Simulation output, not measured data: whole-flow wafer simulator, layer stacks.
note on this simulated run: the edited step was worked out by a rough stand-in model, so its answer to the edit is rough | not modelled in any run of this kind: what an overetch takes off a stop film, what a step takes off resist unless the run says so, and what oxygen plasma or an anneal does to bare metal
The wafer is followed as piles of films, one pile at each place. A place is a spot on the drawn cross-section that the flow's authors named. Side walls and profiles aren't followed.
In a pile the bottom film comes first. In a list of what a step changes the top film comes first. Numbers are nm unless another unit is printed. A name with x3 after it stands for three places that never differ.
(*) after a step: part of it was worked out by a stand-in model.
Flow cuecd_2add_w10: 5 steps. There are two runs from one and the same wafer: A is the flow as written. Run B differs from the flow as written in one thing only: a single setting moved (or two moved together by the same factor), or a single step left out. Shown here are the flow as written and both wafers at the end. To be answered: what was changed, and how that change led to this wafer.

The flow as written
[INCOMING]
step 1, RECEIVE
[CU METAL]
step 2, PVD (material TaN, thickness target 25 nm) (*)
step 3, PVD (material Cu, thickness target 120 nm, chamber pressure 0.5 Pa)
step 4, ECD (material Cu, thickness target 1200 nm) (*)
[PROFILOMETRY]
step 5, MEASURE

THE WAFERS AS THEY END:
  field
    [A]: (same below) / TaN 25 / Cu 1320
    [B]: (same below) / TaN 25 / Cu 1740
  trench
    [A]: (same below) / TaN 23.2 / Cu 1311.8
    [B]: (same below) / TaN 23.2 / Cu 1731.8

What caused this: step 4, ECD: thickness target 1620 nm was run, whereas the flow has thickness target 1200 nm.

The path from the change to this, step by step:
  step 4, ECD (material Cu, thickness target 1200 nm) (*)
      field, trench: A Cu gains 1200 | B Cu gains 1620
